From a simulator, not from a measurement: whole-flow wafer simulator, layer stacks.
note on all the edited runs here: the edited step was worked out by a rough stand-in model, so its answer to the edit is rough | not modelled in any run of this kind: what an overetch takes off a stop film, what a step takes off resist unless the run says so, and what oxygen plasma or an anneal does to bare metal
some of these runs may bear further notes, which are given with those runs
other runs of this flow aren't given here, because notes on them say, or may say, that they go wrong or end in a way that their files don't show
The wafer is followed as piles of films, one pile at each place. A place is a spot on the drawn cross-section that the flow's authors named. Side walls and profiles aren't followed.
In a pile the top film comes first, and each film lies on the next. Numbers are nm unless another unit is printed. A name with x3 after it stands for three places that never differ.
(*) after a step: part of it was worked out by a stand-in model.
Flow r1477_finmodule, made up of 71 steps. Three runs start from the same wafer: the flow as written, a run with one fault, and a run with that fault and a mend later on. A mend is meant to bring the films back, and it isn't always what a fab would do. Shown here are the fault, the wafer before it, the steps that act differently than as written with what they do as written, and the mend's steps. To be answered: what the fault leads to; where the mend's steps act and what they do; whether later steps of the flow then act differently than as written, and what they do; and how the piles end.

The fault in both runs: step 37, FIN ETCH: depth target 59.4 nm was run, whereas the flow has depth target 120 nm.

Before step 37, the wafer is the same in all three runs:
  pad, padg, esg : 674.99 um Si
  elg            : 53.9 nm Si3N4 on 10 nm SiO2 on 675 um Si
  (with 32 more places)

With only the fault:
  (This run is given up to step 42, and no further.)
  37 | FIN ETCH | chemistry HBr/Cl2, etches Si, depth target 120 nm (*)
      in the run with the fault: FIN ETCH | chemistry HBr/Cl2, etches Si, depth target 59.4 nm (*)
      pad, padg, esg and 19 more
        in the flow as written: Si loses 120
        in the run with the fault: Si loses 59.4
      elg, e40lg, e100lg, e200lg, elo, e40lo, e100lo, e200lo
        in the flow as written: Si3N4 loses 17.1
        in the run with the fault: Si3N4 loses 8.49
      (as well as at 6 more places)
  None of the later steps of the flow up to step 42 differs from how it acts as written, at any place that is followed, by more than 2% or 0.5 nm, whichever is larger.
  The piles after step 42 differ from the flow's at elg, e40lg, e100lg and 11 more by more than 2% or 0.5 nm, whichever is larger.
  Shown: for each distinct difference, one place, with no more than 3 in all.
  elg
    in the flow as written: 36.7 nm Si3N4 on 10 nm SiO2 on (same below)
    in the run with the fault: 45.4 nm Si3N4 on 10 nm SiO2 on (same below)
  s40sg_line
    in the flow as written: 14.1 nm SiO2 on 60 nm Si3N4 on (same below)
    in the run with the fault: 18.8 nm SiO2 on 60 nm Si3N4 on (same below)

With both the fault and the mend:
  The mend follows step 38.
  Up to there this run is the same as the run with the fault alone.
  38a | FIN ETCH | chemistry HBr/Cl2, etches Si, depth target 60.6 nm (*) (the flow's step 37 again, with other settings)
      pad, padg, esg and 19 more
        Si loses 60.6
      elg, e40lg, e100lg, e200lg, elo, e40lo, e100lo, e200lo
        Si3N4 loses 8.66
      s40sg_line, s45sg_line, s50sg_line, s40so_line, s45so_line, s50so_line
        SiO2 loses 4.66
  None of the later steps of the flow acts differently than as written at any place that is followed.
  At every place that both follow, the piles at the end match the flow's.
